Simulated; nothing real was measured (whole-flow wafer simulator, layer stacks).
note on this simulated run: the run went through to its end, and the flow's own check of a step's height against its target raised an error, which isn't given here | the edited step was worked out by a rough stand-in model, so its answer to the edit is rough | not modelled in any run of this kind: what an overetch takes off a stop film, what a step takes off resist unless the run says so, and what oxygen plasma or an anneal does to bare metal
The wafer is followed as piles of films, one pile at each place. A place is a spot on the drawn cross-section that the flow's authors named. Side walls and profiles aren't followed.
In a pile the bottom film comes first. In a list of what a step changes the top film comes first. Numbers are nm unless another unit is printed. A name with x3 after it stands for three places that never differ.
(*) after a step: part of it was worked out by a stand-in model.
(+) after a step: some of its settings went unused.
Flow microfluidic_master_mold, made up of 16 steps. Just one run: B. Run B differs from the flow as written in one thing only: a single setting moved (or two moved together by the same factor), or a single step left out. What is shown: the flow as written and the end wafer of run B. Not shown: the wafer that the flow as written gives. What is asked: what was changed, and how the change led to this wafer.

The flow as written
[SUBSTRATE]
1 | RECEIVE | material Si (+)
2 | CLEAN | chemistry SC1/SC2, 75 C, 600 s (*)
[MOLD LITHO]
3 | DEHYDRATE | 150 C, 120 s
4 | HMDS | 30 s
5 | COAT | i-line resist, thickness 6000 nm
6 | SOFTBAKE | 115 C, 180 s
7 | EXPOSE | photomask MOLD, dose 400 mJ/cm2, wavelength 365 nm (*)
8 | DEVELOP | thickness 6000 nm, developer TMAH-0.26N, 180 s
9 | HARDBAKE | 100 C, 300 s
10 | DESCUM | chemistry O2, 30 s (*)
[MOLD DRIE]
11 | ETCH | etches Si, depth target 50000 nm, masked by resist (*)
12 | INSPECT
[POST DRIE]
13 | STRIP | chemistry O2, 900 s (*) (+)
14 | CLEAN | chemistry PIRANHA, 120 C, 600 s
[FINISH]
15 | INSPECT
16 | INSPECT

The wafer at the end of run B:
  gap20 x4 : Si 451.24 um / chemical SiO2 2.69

What caused this: step 11, ETCH: depth target 73750 nm was run, while the flow as written has depth target 50000 nm.

How this came from the change, step by step:
  11 | ETCH | etches Si, depth target 50000 nm, masked by resist (*)
      gap20 x4: -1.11 chemical SiO2 (all of it), -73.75 um Si (as written it would have been: -1.11 chemical SiO2 (all of it), -50 um Si)
      ridge: -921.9 i-line resist (as written it would have been: -625 i-line resist)
  13 | STRIP | chemistry O2, 900 s (*) (+)
      ridge: -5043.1 i-line resist (all of it), +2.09 chemical SiO2, -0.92 Si (as written it would have been: -5339.9 i-line resist (all of it), +2.09 chemical SiO2, -0.92 Si)
